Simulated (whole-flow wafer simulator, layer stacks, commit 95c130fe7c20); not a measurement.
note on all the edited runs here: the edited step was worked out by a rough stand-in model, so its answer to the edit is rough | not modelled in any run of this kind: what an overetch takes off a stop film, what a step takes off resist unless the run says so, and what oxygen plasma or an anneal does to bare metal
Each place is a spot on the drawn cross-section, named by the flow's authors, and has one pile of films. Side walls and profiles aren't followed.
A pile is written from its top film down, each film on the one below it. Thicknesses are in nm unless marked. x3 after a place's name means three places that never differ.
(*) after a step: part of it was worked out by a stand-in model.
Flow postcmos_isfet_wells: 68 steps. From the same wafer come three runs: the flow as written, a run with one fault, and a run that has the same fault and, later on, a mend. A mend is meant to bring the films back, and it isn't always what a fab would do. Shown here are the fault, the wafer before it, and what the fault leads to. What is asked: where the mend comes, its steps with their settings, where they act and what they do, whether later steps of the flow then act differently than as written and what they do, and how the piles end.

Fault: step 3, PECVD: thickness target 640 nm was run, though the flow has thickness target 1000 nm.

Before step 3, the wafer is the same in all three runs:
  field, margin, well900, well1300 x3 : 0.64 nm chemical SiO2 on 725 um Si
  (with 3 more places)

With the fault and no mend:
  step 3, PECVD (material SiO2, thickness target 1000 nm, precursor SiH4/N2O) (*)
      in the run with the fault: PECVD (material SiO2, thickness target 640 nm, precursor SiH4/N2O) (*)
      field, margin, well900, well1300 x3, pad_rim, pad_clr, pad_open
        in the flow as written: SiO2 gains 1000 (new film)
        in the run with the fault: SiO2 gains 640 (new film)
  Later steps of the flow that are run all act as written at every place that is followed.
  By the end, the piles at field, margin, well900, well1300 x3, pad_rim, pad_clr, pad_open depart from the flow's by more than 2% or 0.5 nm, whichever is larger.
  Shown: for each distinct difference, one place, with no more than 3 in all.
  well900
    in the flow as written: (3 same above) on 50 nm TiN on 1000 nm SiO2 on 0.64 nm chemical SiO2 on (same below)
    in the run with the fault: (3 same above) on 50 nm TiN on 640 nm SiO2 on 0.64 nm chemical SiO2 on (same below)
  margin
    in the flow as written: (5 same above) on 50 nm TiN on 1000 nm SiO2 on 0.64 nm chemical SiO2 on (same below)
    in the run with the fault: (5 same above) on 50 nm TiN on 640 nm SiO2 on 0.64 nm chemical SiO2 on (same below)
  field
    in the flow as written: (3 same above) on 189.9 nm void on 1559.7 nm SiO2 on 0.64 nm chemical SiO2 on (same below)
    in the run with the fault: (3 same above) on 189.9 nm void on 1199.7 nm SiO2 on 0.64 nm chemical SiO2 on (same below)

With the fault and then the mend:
  The mend follows step 3.
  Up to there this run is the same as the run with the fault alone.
  step 3a, PECVD (material SiO2, thickness target 360 nm, precursor SiH4/N2O) (*) (a further turn of the flow's step 3, with different settings)
      field, margin, well900, well1300 x3, pad_rim, pad_clr, pad_open
        SiO2 gains 360
  Later steps of the flow that are run all act as written at every place that is followed.
  The piles end the same as the flow's at every place that both follow.
